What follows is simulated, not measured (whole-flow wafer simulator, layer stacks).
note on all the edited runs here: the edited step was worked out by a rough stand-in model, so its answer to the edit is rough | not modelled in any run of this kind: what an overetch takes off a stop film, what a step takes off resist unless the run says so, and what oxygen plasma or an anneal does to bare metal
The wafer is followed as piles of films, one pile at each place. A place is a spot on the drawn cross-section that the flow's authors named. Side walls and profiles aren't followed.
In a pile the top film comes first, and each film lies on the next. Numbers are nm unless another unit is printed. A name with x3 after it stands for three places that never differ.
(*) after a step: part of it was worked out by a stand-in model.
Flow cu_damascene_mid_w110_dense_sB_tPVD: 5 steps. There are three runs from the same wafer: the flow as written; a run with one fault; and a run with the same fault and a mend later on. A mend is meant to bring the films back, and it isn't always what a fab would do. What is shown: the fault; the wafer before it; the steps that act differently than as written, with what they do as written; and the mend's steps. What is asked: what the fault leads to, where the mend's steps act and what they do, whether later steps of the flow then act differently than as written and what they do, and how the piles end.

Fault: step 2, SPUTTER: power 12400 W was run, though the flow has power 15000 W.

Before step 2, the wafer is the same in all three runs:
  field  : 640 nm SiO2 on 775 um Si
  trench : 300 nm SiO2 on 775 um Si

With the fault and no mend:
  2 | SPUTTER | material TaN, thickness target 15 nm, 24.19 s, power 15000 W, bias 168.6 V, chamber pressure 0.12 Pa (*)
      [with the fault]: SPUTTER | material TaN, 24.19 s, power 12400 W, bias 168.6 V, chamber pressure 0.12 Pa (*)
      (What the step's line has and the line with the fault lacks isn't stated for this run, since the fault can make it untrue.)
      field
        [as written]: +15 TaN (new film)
        [with the fault]: +12.4 TaN (new film)
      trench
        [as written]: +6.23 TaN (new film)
        [with the fault]: +5.15 TaN (new film)
  Later steps of the flow that are run all act as written at every place that is followed, up to a difference of at most 2% or 0.5 nm, whichever is larger.
  The piles end different from the flow's at field, trench by more than 2% or 0.5 nm, whichever is larger.
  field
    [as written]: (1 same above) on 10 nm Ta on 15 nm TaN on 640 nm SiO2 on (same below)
    [with the fault]: (1 same above) on 10 nm Ta on 12.4 nm TaN on 640 nm SiO2 on (same below)
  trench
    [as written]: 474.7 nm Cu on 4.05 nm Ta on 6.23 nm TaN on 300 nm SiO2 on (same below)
    [with the fault]: 473.2 nm Cu on 4.08 nm Ta on 5.15 nm TaN on 300 nm SiO2 on (same below)

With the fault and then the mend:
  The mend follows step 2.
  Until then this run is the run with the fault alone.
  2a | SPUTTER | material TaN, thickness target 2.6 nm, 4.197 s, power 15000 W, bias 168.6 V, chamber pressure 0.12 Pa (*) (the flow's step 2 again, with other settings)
      field
        +2.6 TaN
      trench
        +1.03 TaN
  Later steps of the flow that are run all act as written at every place that is followed, up to a difference of at most 2% or 0.5 nm, whichever is larger.
  When the end is reached, the piles differ only a little from the flow's at the places that both follow, at most by 2% or 0.5 nm, whichever is larger.
